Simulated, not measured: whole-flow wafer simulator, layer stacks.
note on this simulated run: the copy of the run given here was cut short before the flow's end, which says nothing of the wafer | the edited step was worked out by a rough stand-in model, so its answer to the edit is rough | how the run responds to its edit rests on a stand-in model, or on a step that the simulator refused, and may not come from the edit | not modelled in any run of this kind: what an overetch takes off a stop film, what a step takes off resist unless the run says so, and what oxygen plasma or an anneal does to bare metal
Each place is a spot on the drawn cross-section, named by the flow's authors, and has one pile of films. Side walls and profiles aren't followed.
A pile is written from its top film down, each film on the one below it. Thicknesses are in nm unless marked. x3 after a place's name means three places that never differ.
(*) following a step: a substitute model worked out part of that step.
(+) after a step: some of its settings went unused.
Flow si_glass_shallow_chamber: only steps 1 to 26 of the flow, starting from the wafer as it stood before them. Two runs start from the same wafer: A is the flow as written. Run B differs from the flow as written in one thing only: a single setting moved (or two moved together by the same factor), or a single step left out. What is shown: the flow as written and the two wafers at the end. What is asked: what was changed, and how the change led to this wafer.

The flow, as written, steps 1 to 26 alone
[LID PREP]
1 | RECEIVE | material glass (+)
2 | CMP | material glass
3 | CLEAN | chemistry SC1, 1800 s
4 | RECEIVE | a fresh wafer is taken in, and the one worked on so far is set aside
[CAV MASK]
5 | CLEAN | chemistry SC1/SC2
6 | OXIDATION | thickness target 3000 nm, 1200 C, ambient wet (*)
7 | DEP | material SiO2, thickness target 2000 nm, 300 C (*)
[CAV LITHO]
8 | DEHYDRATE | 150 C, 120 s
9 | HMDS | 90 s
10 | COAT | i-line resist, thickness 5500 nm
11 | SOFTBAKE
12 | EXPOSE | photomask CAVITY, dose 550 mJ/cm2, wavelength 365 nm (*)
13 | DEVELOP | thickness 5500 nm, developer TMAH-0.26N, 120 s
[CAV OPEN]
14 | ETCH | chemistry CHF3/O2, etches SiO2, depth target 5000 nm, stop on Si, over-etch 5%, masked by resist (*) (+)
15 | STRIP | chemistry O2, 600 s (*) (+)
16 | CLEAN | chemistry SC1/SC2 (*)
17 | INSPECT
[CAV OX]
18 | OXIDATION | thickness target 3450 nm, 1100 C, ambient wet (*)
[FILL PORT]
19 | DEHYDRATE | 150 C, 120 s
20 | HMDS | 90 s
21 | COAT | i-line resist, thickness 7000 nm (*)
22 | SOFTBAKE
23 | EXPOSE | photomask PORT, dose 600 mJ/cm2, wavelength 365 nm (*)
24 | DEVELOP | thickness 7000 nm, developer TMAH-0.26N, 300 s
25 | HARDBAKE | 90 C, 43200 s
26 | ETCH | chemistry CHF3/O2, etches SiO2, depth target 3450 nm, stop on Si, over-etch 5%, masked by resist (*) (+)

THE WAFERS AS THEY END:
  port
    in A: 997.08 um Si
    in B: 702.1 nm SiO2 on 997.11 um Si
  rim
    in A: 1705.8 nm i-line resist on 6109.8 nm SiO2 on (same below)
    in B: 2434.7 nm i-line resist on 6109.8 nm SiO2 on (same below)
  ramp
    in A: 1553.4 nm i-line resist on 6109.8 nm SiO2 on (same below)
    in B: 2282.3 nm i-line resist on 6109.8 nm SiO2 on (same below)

The reason: step 26, ETCH: depth target 2617 nm was run, whereas the flow has depth target 3450 nm.

Step by step, how the change led to this:
  26 | ETCH | chemistry CHF3/O2, etches SiO2, depth target 3450 nm, stop on Si, over-etch 5%, masked by resist (*) (+)
      port: A -3450 SiO2 (all of it), -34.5 Si | B -2747.8 SiO2
      rim, ramp, cav, ring: A -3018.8 i-line resist | B -2289.9 i-line resist
      (and at 1 other place as well)
